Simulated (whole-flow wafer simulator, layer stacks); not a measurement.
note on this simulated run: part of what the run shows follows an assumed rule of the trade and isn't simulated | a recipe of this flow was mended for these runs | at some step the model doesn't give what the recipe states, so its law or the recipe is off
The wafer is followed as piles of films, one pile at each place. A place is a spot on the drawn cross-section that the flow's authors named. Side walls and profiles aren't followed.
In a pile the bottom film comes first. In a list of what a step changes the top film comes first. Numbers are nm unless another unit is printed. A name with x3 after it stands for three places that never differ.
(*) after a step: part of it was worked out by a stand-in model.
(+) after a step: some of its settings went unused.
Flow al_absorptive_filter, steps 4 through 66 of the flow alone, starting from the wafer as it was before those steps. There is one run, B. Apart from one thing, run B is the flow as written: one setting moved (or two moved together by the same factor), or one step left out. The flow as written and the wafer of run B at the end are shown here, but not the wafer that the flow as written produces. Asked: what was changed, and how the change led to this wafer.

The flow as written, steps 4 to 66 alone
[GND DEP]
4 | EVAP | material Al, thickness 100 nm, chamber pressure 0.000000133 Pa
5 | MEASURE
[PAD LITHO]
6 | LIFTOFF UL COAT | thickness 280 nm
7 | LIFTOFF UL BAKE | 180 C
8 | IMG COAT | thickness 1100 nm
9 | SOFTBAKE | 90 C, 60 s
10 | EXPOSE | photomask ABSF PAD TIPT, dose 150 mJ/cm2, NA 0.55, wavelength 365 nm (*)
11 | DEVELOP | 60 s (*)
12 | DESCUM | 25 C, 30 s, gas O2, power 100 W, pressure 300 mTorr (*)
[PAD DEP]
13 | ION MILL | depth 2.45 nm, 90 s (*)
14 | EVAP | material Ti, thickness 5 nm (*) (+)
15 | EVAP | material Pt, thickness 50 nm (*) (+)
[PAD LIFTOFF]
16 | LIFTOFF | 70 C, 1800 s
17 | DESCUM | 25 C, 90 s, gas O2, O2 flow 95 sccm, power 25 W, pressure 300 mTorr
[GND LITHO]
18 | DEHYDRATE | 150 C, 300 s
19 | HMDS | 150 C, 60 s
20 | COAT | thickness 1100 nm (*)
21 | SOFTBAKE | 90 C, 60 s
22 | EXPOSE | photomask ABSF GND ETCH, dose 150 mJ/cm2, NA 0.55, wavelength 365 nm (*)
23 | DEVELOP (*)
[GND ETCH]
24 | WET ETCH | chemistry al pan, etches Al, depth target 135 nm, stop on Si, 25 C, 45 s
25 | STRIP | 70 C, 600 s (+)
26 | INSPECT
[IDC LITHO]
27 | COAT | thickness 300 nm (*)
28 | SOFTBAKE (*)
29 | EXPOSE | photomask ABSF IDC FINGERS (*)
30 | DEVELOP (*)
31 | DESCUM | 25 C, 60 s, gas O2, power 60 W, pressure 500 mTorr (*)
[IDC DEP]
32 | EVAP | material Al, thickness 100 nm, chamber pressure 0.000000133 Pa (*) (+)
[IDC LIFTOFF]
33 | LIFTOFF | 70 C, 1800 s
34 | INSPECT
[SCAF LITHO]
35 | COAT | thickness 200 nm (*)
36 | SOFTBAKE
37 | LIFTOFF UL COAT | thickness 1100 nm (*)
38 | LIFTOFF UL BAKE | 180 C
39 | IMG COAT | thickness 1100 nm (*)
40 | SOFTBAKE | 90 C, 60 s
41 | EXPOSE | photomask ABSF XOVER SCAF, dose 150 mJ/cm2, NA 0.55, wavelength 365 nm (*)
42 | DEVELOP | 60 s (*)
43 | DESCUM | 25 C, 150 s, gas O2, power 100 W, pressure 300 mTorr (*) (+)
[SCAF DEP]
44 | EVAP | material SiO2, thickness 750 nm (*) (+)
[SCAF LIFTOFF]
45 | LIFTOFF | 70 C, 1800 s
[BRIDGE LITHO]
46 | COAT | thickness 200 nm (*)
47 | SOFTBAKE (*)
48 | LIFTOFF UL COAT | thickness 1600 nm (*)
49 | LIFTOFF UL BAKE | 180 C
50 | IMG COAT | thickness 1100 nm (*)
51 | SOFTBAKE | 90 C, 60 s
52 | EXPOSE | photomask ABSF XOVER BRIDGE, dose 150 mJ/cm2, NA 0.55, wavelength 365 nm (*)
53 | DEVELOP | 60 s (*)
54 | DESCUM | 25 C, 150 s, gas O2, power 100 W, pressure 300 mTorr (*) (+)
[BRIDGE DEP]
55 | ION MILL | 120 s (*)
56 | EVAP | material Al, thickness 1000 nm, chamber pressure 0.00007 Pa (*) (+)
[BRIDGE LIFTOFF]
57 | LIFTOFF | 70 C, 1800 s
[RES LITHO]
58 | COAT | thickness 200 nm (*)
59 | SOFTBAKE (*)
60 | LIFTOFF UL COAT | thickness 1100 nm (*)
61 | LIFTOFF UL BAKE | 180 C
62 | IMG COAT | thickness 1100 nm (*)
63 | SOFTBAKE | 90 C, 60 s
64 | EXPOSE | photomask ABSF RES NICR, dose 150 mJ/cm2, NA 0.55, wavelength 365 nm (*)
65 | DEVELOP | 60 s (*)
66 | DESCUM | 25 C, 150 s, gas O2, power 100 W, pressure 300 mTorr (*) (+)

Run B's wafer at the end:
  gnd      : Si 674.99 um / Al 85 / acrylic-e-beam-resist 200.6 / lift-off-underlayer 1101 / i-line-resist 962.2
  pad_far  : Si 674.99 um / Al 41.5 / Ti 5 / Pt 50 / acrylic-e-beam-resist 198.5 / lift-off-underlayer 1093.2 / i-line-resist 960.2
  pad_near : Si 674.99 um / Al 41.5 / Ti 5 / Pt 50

What caused this: step 4, EVAP: thickness 85 nm was run, though the flow has thickness 100 nm.
The wafer itself shows it: gnd has Al 85, and step 4 as written asks for 100 nm.

The path from the change to this, step by step:
  4 | EVAP | material Al, thickness 100 nm, chamber pressure 0.000000133 Pa
      gnd, pad_far, pad_near and 11 more: +85 Al (new film) (as written it would have been: +100 Al (new film))
  24 | WET ETCH | chemistry al pan, etches Al, depth target 135 nm, stop on Si, 25 C, 45 s
      res, xl_gap, idc_field, idc_line, idc_space: -71.7 Al (all of it) (as written it would have been: -86.7 Al (all of it))
  27 | COAT | thickness 300 nm (*)
      res: +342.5 e-beam-resist (new film) (as written it would have been: +349.6 e-beam-resist (new film))
      xl_gap: +363.6 e-beam-resist (new film) (as written it would have been: +374.7 e-beam-resist (new film))
  33 | LIFTOFF | 70 C, 1800 s
      res: -100 Al (all of it), -333.5 e-beam-resist (all of it) (as written it would have been: -100 Al (all of it), -340.6 e-beam-resist (all of it))
      xl_gap: -100 Al (all of it), -354.5 e-beam-resist (all of it) (as written it would have been: -100 Al (all of it), -365.7 e-beam-resist (all of it))
  35 | COAT | thickness 200 nm (*)
      ledge: +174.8 acrylic-e-beam-resist (new film) (as written it would have been: +169.8 acrylic-e-beam-resist (new film))
      xl_gap: +256.3 acrylic-e-beam-resist (new film) (as written it would have been: +265.9 acrylic-e-beam-resist (new film))
  43 | DESCUM | 25 C, 150 s, gas O2, power 100 W, pressure 300 mTorr (*) (+)
      gnd, pad_far, pad_near and 7 more: -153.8 i-line-resist (as written it would have been: -159.6 i-line-resist)
      xl_gap: -256.3 acrylic-e-beam-resist (all of it) (as written it would have been: -265.9 acrylic-e-beam-resist (all of it))
  45 | LIFTOFF | 70 C, 1800 s
      ledge: -750 SiO2 (all of it), -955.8 i-line-resist (all of it), -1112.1 lift-off-underlayer (all of it), -174.8 acrylic-e-beam-resist (all of it) (as written it would have been: -750 SiO2 (all of it), -952.1 i-line-resist (all of it), -1114 lift-off-underlayer (all of it), -169.8 acrylic-e-beam-resist (all of it))
  46 | COAT | thickness 200 nm (*)
      ledge: +174.8 acrylic-e-beam-resist (new film) (as written it would have been: +169.8 acrylic-e-beam-resist (new film))
      xl_gap: +92.3 acrylic-e-beam-resist (new film) (as written it would have been: +97.9 acrylic-e-beam-resist (new film))
  54 | DESCUM | 25 C, 150 s, gas O2, power 100 W, pressure 300 mTorr (*) (+)
      xl_gap: -92.3 acrylic-e-beam-resist (all of it) (as written it would have been: -97.9 acrylic-e-beam-resist (all of it))
  57 | LIFTOFF | 70 C, 1800 s
      ledge: -1000 Al (all of it), -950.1 i-line-resist (all of it), -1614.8 lift-off-underlayer (all of it), -174.8 acrylic-e-beam-resist (all of it) (as written it would have been: -1000 Al (all of it), -951.7 i-line-resist (all of it), -1617.2 lift-off-underlayer (all of it), -169.8 acrylic-e-beam-resist (all of it))
  58 | COAT | thickness 200 nm (*)
      ledge: +174.8 acrylic-e-beam-resist (new film) (as written it would have been: +169.8 acrylic-e-beam-resist (new film))
      xl_gap: +120.8 acrylic-e-beam-resist (new film) (as written it would have been: +123.8 acrylic-e-beam-resist (new film))
  66 | DESCUM | 25 C, 150 s, gas O2, power 100 W, pressure 300 mTorr (*) (+)
      ledge: -174.8 acrylic-e-beam-resist (all of it) (as written it would have been: -169.8 acrylic-e-beam-resist (all of it))
